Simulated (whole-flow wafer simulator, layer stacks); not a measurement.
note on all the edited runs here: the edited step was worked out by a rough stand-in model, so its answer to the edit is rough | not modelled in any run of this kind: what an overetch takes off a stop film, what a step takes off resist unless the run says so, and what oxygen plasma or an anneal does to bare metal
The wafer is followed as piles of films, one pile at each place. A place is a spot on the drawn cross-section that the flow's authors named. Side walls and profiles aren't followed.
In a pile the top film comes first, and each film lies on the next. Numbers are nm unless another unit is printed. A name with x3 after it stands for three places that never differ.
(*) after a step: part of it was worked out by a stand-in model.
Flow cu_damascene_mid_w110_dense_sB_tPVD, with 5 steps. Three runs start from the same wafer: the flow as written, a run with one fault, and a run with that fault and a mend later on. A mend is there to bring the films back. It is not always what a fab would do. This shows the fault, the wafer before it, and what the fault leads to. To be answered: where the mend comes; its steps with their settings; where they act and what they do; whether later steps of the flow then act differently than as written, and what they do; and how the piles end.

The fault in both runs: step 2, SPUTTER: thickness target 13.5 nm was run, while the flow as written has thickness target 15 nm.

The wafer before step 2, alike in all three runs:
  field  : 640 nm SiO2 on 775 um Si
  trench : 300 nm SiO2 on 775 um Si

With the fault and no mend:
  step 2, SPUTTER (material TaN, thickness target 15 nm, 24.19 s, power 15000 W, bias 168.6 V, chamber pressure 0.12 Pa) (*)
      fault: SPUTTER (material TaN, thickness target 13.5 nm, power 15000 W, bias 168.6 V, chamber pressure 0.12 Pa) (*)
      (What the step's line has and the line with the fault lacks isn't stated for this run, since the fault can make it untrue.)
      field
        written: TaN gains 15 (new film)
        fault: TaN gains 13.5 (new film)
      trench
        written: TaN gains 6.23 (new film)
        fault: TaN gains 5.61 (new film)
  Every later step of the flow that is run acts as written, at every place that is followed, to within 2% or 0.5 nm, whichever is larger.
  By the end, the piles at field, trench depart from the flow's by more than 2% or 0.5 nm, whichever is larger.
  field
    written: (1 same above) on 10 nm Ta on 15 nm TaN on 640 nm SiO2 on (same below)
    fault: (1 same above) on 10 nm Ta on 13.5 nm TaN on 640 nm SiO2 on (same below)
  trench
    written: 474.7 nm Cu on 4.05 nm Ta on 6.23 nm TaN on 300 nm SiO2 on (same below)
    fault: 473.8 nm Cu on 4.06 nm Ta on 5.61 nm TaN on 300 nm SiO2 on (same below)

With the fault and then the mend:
  The mend stands after step 2.
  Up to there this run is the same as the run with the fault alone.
  step 2a, SPUTTER (material TaN, thickness target 1.5 nm, power 15000 W, bias 168.6 V, chamber pressure 0.12 Pa) (*) (the flow's step 2 again, with other settings)
      field
        TaN gains 1.5
      trench
        TaN gains 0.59
  Every later step of the flow that is run acts as written, at every place that is followed, to within 2% or 0.5 nm, whichever is larger.
  When the end is reached, the piles differ only a little from the flow's at the places that both follow, at most by 2% or 0.5 nm, whichever is larger.
